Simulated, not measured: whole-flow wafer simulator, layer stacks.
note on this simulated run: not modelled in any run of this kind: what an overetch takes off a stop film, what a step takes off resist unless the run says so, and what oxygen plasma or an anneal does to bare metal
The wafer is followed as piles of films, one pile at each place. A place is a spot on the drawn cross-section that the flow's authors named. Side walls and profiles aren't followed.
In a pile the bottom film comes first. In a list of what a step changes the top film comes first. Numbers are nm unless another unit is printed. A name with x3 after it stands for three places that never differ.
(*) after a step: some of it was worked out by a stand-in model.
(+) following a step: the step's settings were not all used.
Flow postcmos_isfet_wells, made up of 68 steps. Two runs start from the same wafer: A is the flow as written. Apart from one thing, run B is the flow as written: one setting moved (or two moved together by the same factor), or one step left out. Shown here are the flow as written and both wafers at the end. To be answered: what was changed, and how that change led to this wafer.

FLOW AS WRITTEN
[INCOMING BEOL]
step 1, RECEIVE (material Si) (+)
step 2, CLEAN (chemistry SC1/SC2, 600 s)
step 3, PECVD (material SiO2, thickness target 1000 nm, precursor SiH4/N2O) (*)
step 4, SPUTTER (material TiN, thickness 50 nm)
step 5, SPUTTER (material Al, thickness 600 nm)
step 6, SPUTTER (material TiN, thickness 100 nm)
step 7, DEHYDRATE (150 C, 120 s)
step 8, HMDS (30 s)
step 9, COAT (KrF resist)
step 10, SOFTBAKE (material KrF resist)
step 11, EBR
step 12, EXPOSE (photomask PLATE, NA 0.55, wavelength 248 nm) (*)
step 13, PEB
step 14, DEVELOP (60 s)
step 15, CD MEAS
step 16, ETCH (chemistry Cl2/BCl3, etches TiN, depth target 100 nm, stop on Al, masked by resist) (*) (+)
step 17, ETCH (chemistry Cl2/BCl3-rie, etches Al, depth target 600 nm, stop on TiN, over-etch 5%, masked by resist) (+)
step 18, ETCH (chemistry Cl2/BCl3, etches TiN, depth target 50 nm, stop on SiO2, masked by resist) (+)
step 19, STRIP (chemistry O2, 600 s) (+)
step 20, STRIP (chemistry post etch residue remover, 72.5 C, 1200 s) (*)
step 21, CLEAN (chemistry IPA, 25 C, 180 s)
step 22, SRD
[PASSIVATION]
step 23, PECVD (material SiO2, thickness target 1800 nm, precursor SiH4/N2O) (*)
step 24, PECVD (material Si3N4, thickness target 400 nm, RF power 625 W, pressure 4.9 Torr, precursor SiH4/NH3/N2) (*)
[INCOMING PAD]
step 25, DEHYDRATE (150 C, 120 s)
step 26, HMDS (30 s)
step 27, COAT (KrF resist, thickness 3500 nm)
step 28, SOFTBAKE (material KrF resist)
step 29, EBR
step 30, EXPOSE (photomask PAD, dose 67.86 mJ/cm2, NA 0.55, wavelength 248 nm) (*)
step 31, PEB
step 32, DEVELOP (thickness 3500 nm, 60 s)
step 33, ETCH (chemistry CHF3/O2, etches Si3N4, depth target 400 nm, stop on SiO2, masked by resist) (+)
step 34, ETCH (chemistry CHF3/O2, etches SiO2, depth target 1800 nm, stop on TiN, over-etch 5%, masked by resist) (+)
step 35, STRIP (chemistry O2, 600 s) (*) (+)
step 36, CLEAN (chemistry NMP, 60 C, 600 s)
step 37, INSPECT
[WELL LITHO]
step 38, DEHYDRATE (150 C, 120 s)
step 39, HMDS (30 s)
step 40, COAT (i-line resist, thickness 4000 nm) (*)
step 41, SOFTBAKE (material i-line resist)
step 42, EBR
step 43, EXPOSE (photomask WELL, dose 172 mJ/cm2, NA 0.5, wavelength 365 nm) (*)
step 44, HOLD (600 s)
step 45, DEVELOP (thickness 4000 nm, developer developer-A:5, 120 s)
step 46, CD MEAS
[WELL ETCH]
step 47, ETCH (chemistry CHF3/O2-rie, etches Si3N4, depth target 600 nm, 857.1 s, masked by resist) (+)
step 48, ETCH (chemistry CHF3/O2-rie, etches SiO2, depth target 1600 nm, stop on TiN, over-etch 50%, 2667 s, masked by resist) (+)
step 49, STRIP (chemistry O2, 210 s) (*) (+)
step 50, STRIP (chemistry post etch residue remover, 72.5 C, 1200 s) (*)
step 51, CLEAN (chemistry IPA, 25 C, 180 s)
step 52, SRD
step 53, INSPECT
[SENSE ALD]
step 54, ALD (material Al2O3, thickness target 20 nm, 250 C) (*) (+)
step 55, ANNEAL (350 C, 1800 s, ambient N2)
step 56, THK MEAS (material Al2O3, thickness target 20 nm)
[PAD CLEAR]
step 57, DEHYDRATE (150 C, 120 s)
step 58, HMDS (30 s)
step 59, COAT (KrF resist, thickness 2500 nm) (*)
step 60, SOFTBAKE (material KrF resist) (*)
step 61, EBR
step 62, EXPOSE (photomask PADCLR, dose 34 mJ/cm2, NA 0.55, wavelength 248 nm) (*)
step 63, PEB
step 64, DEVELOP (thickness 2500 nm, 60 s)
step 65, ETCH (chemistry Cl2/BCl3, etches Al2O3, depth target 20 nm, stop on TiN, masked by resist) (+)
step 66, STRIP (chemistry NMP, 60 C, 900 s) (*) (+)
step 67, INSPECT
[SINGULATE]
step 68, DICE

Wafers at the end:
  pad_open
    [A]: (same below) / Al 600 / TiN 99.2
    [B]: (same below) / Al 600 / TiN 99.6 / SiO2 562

What caused this: step 34, ETCH: depth target 1238 nm was run, whereas the flow has depth target 1800 nm.

The path from the change to this, step by step:
  step 34, ETCH (chemistry CHF3/O2, etches SiO2, depth target 1800 nm, stop on TiN, over-etch 5%, masked by resist) (+)
      pad_open: A SiO2 loses 1800 (all of it) | B SiO2 loses 1238
      field, margin, well900, well1300, well2000, well3000, pad_rim, pad_clr: A KrF resist loses 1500 | B KrF resist loses 1031.7
  step 35, STRIP (chemistry O2, 600 s) (*) (+)
      field, margin, well900, well1300, well2000, well3000, pad_rim, pad_clr: A KrF resist loses 1638.4 (all of it) | B KrF resist loses 2106.8 (all of it)
  step 40, COAT (i-line resist, thickness 4000 nm) (*)
      pad_clr: A i-line resist gains 3256.8 (new film) | B i-line resist gains 3435 (new film)
      pad_open: A i-line resist gains 4804.7 (new film) | B i-line resist gains 4602.1 (new film)
  step 41, SOFTBAKE (material i-line resist)
      pad_clr: A i-line resist loses 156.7 | B i-line resist loses 103.2
      pad_open: A i-line resist gains 115.3 | B i-line resist gains 89.2
  step 49, STRIP (chemistry O2, 210 s) (*) (+)
      pad_clr: A i-line resist loses 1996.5 (all of it) | B i-line resist loses 2228.1 (all of it)
      pad_open: A i-line resist loses 3816.3 (all of it) | B i-line resist loses 3587.7 (all of it)
  step 59, COAT (KrF resist, thickness 2500 nm) (*)
      pad_rim: A KrF resist gains 1976.4 (new film) | B KrF resist gains 2107.7 (new film)
      pad_clr: A KrF resist gains 1691.6 (new film) | B KrF resist gains 1885.5 (new film)
      (as well as at 1 more place)
  step 60, SOFTBAKE (material KrF resist) (*)
      pad_rim: A nothing | B KrF resist loses 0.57
      pad_clr: A KrF resist loses 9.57 | B KrF resist loses 7.97
  step 64, DEVELOP (thickness 2500 nm, 60 s)
      pad_clr: A KrF resist loses 1682 (all of it) | B KrF resist loses 1877.5 (all of it)
      pad_open: A KrF resist loses 3067.2 (all of it) | B KrF resist loses 2922.2 (all of it)
  step 66, STRIP (chemistry NMP, 60 C, 900 s) (*) (+)
      pad_rim: A KrF resist loses 1937.7 (all of it) | B KrF resist loses 2068.4 (all of it)
